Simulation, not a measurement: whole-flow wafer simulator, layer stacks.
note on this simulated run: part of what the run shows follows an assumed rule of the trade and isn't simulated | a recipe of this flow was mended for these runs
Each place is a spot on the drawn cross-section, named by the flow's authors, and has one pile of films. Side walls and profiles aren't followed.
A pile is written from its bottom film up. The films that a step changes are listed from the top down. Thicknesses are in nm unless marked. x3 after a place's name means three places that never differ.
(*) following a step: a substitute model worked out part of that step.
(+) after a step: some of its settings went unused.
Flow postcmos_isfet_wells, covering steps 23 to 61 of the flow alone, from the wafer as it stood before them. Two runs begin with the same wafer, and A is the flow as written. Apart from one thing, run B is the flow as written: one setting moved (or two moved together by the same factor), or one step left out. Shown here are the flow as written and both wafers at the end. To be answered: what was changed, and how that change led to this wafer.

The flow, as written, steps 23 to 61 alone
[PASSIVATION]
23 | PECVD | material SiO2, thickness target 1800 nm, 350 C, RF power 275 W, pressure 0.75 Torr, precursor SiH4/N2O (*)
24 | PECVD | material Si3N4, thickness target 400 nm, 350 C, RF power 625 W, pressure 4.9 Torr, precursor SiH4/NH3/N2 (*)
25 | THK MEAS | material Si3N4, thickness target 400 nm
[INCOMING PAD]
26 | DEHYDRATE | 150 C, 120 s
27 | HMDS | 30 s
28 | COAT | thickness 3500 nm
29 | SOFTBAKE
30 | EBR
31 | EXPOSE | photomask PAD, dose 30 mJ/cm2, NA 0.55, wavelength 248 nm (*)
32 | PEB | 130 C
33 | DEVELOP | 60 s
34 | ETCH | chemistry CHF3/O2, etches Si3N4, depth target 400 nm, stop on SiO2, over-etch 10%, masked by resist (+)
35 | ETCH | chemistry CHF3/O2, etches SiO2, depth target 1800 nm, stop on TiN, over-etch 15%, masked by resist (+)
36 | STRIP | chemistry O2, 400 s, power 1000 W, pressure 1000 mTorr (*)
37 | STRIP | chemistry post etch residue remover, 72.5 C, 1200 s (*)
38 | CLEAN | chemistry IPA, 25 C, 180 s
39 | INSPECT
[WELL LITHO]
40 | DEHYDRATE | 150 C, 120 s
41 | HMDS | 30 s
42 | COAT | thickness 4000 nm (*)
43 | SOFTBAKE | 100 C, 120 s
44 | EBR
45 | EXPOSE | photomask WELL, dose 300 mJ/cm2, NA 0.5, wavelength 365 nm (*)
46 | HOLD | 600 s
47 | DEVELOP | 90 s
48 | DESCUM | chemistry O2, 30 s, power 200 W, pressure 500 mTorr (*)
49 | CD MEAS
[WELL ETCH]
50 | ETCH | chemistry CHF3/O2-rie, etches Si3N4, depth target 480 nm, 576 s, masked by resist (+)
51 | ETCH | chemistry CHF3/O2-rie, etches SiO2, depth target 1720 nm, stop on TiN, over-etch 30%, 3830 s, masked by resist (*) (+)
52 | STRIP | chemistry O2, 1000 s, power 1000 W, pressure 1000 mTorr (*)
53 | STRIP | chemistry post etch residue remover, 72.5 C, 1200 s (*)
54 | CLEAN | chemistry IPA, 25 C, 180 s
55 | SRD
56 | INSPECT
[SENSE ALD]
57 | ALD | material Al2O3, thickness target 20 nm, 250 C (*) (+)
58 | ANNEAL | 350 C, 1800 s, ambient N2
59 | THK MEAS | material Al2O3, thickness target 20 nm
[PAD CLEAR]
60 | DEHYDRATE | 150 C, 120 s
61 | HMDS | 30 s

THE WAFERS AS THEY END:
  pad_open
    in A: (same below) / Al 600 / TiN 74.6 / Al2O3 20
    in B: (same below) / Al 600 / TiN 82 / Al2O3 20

What caused this: step 34, ETCH: depth target 304 nm was run, whereas the flow has depth target 400 nm.

How this came from the change, step by step:
  34 | ETCH | chemistry CHF3/O2, etches Si3N4, depth target 400 nm, stop on SiO2, over-etch 10%, masked by resist (+)
      pad_open: A Si3N4 loses 400 (all of it), SiO2 loses 20 | B Si3N4 loses 334.4
      field, margin x2, well900 x4, pad_clr: A thick-KrF-resist loses 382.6 | B thick-KrF-resist loses 290.8
  35 | ETCH | chemistry CHF3/O2, etches SiO2, depth target 1800 nm, stop on TiN, over-etch 15%, masked by resist (+)
      pad_open: A SiO2 loses 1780 (all of it), TiN loses 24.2 | B Si3N4 loses 65.6 (all of it), SiO2 loses 1800 (all of it), TiN loses 16.8
  36 | STRIP | chemistry O2, 400 s, power 1000 W, pressure 1000 mTorr (*)
      field, margin x2, well900 x4, pad_clr: A thick-KrF-resist loses 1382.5 (all of it) | B thick-KrF-resist loses 1455.2 (all of it)
